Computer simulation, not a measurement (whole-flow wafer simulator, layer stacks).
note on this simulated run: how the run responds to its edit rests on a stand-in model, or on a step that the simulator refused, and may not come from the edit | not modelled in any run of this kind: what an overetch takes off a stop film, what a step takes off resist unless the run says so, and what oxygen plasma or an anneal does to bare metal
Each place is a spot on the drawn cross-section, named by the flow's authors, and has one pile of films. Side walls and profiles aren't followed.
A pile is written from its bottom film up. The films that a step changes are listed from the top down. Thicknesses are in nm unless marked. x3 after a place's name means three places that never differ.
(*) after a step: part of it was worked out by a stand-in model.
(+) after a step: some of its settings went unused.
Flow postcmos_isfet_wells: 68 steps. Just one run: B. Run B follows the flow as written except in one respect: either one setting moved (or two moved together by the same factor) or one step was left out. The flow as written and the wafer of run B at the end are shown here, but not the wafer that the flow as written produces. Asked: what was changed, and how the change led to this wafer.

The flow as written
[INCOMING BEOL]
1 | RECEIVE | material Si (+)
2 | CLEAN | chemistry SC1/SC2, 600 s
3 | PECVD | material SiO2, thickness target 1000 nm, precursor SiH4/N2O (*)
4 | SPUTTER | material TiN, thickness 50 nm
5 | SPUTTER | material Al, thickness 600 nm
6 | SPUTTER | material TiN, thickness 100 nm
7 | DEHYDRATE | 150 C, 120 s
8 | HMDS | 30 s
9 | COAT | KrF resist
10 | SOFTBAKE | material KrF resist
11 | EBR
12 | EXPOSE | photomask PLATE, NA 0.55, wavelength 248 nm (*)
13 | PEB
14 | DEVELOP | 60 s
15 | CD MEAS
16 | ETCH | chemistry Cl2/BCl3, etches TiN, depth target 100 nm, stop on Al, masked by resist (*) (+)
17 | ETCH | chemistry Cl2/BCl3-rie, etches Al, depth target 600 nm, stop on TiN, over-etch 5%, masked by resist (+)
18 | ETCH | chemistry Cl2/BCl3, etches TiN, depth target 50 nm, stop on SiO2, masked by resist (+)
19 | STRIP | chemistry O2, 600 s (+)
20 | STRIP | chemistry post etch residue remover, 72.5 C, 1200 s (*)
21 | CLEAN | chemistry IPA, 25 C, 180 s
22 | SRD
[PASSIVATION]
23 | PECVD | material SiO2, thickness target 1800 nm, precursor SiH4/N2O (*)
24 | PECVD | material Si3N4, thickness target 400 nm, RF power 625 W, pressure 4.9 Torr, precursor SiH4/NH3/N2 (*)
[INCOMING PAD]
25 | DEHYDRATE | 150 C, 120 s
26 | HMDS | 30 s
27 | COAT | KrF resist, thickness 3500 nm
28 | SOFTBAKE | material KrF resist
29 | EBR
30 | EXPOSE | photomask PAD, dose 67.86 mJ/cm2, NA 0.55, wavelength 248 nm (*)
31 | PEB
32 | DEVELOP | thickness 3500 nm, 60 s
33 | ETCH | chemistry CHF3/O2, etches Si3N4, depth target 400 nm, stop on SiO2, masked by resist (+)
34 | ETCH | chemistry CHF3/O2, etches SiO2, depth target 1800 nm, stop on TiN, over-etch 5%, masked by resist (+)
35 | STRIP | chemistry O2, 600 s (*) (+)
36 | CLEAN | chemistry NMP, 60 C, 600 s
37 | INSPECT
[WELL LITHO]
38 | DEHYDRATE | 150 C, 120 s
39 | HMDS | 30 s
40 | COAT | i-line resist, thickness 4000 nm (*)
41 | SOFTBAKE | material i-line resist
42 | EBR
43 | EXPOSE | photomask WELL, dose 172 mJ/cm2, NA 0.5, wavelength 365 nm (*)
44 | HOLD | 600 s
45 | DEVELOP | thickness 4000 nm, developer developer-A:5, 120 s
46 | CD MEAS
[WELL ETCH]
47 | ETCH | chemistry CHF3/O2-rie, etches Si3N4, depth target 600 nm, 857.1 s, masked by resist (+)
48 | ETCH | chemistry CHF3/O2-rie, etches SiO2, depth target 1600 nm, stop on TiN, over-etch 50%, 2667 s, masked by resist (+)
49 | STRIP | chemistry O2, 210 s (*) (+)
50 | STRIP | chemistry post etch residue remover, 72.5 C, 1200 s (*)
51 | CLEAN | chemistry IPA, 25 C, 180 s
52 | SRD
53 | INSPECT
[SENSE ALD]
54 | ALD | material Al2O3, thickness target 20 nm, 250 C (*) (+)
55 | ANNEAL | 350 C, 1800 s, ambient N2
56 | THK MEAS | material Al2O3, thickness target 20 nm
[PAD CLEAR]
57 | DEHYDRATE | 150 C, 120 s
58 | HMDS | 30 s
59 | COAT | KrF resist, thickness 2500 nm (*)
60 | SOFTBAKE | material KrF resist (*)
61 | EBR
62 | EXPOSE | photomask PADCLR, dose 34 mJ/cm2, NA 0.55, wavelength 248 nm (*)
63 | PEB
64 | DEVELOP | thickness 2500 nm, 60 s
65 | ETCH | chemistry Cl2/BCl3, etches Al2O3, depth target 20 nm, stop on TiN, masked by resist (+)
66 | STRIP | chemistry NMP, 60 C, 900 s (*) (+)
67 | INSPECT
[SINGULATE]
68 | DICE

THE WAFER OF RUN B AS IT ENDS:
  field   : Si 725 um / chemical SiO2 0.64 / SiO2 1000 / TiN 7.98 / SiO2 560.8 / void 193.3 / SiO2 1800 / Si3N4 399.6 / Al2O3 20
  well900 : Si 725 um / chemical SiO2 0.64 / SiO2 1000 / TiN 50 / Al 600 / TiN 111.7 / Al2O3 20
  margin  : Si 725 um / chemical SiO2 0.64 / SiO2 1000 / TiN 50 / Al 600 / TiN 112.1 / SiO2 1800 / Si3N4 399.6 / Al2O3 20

What caused this: step 6, SPUTTER: thickness 112.5 nm was run, though the flow has thickness 100 nm.

How this came from the change, step by step:
  6 | SPUTTER | material TiN, thickness 100 nm
      field, margin, well900 and 6 more: +112.5 TiN (new film) (as written it would have been: +100 TiN (new film))
  16 | ETCH | chemistry Cl2/BCl3, etches TiN, depth target 100 nm, stop on Al, masked by resist (*) (+)
      field: -100 TiN (as written it would have been: -100 TiN (all of it))
  17 | ETCH | chemistry Cl2/BCl3-rie, etches Al, depth target 600 nm, stop on TiN, over-etch 5%, masked by resist (+)
      field: -12.5 TiN (all of it), -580 Al (as written it would have been: -600 Al (all of it))
  18 | ETCH | chemistry Cl2/BCl3, etches TiN, depth target 50 nm, stop on SiO2, masked by resist (+)
      field: -20 Al (all of it), -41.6 TiN (as written it would have been: -50 TiN (all of it))
  23 | PECVD | material SiO2, thickness target 1800 nm, precursor SiH4/N2O (*)
      field: +1800 SiO2 (new film), +193.3 void (new film), +560.8 SiO2 (new film) (as written it would have been: +1800 SiO2 (new film), +189.9 void (new film), +559.7 SiO2)
Taking metal films that touch as one body, field has 1 body; the flow as written gives 0 bodies.
